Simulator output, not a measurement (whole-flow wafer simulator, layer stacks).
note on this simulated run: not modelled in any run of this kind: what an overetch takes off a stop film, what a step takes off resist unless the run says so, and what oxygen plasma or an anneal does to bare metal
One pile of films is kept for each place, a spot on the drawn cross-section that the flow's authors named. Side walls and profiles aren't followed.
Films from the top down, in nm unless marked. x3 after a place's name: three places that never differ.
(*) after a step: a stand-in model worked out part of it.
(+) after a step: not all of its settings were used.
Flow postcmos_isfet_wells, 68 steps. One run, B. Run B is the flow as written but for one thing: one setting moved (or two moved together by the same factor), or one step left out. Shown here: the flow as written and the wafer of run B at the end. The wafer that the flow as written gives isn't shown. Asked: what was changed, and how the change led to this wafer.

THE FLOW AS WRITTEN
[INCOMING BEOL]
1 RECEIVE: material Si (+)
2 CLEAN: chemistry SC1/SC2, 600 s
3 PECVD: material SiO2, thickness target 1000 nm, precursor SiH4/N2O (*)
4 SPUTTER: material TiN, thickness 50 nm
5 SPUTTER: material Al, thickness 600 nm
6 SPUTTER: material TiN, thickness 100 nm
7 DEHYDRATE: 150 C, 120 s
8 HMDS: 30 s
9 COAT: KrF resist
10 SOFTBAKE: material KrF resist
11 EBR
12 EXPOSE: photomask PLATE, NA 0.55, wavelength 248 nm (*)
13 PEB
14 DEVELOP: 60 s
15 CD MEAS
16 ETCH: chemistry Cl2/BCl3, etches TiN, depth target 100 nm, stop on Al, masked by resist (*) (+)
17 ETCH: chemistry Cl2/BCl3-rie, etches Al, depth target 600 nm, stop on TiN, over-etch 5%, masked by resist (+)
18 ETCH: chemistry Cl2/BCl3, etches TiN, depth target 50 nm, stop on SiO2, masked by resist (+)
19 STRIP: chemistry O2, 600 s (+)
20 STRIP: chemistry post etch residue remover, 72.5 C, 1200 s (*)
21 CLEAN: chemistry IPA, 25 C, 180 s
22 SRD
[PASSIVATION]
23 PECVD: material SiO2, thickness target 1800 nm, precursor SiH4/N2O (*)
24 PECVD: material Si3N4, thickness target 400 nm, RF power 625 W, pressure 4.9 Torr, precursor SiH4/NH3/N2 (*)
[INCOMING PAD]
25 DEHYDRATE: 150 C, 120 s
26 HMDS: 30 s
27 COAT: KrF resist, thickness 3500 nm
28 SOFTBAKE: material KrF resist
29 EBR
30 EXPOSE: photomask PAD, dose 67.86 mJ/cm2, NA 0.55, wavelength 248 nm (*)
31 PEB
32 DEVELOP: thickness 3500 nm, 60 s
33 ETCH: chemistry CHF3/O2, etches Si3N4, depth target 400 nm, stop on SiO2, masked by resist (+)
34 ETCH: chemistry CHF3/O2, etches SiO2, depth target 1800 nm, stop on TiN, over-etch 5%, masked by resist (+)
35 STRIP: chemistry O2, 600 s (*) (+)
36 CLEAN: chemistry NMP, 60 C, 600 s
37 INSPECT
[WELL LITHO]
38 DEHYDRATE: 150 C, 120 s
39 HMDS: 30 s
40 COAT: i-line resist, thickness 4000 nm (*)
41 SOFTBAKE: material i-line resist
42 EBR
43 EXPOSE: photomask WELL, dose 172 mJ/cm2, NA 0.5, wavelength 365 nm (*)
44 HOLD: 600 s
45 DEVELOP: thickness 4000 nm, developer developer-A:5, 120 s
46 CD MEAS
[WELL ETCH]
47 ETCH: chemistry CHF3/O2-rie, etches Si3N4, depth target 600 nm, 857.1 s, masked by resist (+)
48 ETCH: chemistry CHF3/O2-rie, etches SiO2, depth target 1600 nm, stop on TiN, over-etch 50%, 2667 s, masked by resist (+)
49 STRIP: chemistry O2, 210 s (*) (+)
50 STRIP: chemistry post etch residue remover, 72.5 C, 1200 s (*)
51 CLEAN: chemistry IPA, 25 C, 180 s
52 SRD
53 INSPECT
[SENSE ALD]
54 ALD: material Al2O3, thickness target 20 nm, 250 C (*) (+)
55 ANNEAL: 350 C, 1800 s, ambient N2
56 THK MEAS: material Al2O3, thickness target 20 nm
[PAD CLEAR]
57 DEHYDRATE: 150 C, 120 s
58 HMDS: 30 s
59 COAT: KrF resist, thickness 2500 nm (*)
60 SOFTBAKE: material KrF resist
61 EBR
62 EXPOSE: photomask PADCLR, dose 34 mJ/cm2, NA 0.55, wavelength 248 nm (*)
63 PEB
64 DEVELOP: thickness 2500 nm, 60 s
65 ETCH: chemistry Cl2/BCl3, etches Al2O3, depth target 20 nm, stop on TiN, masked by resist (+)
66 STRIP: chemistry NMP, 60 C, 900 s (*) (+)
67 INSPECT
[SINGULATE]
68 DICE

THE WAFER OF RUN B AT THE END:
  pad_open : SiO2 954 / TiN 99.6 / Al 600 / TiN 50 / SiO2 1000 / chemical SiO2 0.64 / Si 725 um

The cause: step 34, ETCH: depth target 846 nm was run, where the flow has depth target 1800 nm.

How the change led to this, step by step:
  34 ETCH: chemistry CHF3/O2, etches SiO2, depth target 1800 nm, stop on TiN, over-etch 5%, masked by resist (+)
      pad_open: SiO2 -846 (as written it would be: SiO2 -1800 (all of it))
      field, margin, well900, well1300 x3, pad_rim, pad_clr: KrF resist -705 (as written it would be: KrF resist -1500)
  35 STRIP: chemistry O2, 600 s (*) (+)
      field, margin, well900, well1300 x3, pad_rim, pad_clr: KrF resist -2408.3 (all of it) (as written it would be: KrF resist -1613.3 (all of it))
  40 COAT: i-line resist, thickness 4000 nm (*)
      pad_clr: i-line resist +3563.3 (new film) (as written it would be: i-line resist +3256.8 (new film))
      pad_open: i-line resist +4460 (new film) (as written it would be: i-line resist +4804.7 (new film))
  41 SOFTBAKE: material i-line resist
      pad_clr: i-line resist -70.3 (as written it would be: i-line resist -156.7)
      pad_open: i-line resist +69.3 (as written it would be: i-line resist +115.3)
  49 STRIP: chemistry O2, 210 s (*) (+)
      pad_clr: i-line resist -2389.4 (all of it) (as written it would be: i-line resist -1996.5 (all of it))
      pad_open: i-line resist -3425.7 (all of it) (as written it would be: i-line resist -3816.3 (all of it))
  59 COAT: KrF resist, thickness 2500 nm (*)
      pad_rim: KrF resist +2198.5 (new film) (as written it would be: KrF resist +1976.4 (new film))
      pad_clr: KrF resist +2023.3 (new film) (as written it would be: KrF resist +1691.6 (new film))
      (and at 1 more place)
  60 SOFTBAKE: material KrF resist
      pad_clr: KrF resist -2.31 (as written it would be: KrF resist -3.77)
  63 PEB
      pad_rim: KrF resist -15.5 (as written it would be: KrF resist -13.9)
      pad_clr: KrF resist -14.2 (as written it would be: KrF resist -11.8)
      (and at 1 more place)
  64 DEVELOP: thickness 2500 nm, 60 s
      pad_clr: KrF resist -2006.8 (all of it) (as written it would be: KrF resist -1676 (all of it))
      pad_open: KrF resist -2802.7 (all of it) (as written it would be: KrF resist -3045.1 (all of it))
  66 STRIP: chemistry NMP, 60 C, 900 s (*) (+)
      pad_rim: KrF resist -2143.8 (all of it) (as written it would be: KrF resist -1923.7 (all of it))
